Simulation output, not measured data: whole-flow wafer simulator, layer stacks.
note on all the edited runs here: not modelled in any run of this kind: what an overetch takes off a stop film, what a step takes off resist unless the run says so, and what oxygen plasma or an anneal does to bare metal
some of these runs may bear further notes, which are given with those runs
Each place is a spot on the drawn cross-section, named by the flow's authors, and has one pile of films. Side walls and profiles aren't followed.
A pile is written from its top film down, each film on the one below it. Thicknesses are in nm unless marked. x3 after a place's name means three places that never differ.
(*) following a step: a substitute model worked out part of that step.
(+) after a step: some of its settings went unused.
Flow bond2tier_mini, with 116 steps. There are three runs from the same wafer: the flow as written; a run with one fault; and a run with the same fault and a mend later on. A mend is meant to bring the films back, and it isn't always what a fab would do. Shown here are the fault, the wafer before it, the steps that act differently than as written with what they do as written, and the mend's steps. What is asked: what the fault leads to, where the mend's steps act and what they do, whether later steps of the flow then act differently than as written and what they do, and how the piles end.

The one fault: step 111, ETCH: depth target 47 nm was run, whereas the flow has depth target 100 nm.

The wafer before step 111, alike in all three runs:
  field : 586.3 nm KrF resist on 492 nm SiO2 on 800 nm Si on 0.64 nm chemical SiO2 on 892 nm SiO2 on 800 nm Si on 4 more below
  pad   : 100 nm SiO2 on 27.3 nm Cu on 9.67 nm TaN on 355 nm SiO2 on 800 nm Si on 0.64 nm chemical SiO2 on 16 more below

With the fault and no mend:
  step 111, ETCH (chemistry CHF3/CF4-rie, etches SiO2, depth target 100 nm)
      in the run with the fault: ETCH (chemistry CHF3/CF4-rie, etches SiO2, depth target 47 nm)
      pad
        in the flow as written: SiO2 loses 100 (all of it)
        in the run with the fault: SiO2 loses 47
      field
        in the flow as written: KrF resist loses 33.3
        in the run with the fault: KrF resist loses 15.7
  Later steps of the flow acting differently than as written (1 other step is not shown; it differs only slightly, by no more than 2% or 0.5 nm, whichever is larger):
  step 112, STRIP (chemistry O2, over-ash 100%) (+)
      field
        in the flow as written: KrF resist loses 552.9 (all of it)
        in the run with the fault: KrF resist loses 570.6 (all of it)
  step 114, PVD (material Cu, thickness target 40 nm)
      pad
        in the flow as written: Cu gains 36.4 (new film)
        in the run with the fault: Cu gains 38.3 (new film)
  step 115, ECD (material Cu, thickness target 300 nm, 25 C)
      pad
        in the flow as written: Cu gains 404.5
        in the run with the fault: Cu gains 349.1
  By the end, the piles at pad depart from the flow's by more than 2% or 0.5 nm, whichever is larger.
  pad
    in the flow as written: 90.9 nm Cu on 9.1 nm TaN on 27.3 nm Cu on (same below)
    in the run with the fault: 37.4 nm Cu on 9.58 nm TaN on 53 nm SiO2 on 27.3 nm Cu on (same below)

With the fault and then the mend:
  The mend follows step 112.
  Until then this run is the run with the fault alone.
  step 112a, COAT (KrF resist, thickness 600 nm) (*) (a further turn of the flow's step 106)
      field
        KrF resist gains 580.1 (new film)
      pad
        KrF resist gains 620.8 (new film)
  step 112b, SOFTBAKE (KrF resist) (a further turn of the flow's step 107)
      does not change any film at any place that is followed
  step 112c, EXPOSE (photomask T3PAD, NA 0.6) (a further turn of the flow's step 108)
      does not change any film at any place that is followed
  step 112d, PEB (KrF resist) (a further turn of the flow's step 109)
      does not change any film at any place that is followed
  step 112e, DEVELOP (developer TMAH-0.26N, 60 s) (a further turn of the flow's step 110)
      field
        KrF resist loses 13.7
      pad
        KrF resist loses 620.8 (all of it)
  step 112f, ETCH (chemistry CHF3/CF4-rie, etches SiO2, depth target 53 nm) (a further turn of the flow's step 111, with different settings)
      field
        KrF resist loses 17.7
      pad
        SiO2 loses 53 (all of it)
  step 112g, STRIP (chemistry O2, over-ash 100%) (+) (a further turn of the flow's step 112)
      field
        KrF resist loses 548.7 (all of it)
  Every later step of the flow that is run acts as written at every place that is followed.
  At every place that both follow, the piles at the end match the flow's.
